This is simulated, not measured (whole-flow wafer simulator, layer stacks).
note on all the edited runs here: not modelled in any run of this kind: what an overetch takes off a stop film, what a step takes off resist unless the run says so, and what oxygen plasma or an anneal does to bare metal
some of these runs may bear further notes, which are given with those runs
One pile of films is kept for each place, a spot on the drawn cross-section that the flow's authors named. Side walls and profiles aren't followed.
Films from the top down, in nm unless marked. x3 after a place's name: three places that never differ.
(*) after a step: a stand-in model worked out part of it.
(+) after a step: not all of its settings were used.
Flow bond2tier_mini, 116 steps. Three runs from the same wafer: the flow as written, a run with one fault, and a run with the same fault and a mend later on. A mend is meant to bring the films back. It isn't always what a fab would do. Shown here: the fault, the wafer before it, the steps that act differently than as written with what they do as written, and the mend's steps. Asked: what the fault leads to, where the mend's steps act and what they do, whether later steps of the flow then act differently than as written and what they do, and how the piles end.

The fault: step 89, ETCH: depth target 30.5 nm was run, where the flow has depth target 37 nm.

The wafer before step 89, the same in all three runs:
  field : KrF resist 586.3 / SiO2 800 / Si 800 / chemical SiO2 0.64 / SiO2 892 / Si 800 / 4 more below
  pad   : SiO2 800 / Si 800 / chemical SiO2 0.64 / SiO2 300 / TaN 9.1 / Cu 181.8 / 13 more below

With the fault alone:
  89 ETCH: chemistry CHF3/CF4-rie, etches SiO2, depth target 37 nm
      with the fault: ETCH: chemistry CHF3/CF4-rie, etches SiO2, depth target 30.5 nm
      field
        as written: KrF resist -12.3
        with the fault: KrF resist -10.2
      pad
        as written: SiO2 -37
        with the fault: SiO2 -30.5
  No later step of the flow acts differently than as written, at any place that is followed, by more than 2% or 0.5 nm, whichever is larger.
  At the end the piles differ from the flow's by more than 2% or 0.5 nm, whichever is larger, at pad.
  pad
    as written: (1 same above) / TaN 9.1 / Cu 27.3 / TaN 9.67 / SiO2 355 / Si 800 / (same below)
    with the fault: (1 same above) / TaN 9.1 / Cu 20.8 / TaN 9.73 / SiO2 361.5 / Si 800 / (same below)

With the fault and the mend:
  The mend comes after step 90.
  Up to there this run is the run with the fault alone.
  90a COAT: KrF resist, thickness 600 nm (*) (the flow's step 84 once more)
      field
        KrF resist +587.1 (new film)
      pad
        KrF resist +613.5 (new film)
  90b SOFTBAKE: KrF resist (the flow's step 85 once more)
      changes no film at any place that is followed
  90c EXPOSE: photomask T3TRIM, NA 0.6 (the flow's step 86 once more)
      changes no film at any place that is followed
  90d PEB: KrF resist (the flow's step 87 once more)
      changes no film at any place that is followed
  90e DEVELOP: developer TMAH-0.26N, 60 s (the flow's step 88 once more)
      field
        KrF resist -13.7
      pad
        KrF resist -613.5 (all of it)
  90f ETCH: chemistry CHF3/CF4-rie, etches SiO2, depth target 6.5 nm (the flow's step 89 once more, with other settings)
      field
        KrF resist -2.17
      pad
        SiO2 -6.5
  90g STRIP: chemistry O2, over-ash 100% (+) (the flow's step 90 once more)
      field
        KrF resist -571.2 (all of it)
  No later step of the flow acts differently than as written at any place that is followed.
  At the end the piles are the same as the flow's at every place that both follow.
